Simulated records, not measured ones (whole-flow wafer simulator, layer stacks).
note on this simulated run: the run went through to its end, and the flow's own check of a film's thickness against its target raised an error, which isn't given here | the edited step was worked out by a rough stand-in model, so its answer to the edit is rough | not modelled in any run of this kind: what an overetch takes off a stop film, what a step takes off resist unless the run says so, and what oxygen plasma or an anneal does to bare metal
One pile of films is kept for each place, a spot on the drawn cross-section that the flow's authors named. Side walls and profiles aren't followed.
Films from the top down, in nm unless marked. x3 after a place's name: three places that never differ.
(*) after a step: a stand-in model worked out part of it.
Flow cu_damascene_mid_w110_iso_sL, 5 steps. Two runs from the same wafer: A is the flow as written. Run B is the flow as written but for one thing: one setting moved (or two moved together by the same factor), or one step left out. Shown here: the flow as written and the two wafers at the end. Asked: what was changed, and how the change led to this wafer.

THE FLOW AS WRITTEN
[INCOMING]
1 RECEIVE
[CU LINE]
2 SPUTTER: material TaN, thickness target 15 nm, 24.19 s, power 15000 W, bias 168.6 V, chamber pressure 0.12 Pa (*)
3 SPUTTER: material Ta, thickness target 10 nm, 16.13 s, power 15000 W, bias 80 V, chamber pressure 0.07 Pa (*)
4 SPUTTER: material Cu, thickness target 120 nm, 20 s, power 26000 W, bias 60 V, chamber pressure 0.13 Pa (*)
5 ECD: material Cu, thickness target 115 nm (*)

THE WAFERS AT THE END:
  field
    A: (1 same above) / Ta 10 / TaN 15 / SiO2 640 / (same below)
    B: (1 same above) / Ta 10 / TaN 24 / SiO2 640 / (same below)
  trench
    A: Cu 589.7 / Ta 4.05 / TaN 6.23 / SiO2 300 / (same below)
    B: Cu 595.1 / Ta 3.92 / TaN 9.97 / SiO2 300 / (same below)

The cause: step 2, SPUTTER: thickness target 24 nm was run, where the flow has thickness target 15 nm; step 2, SPUTTER: 38.7 s was run, where the flow has 24.19 s.
It can be read off the wafer: field has TaN 24, and step 2 as written asks for 15 nm.

How the change led to this, step by step:
  2 SPUTTER: material TaN, thickness target 15 nm, 24.19 s, power 15000 W, bias 168.6 V, chamber pressure 0.12 Pa (*)
      field: A TaN +15 (new film) | B TaN +24 (new film)
      trench: A TaN +6.23 (new film) | B TaN +9.97 (new film)
  4 SPUTTER: material Cu, thickness target 120 nm, 20 s, power 26000 W, bias 60 V, chamber pressure 0.13 Pa (*)
      trench: A Cu +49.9 (new film) | B Cu +48.4 (new film)
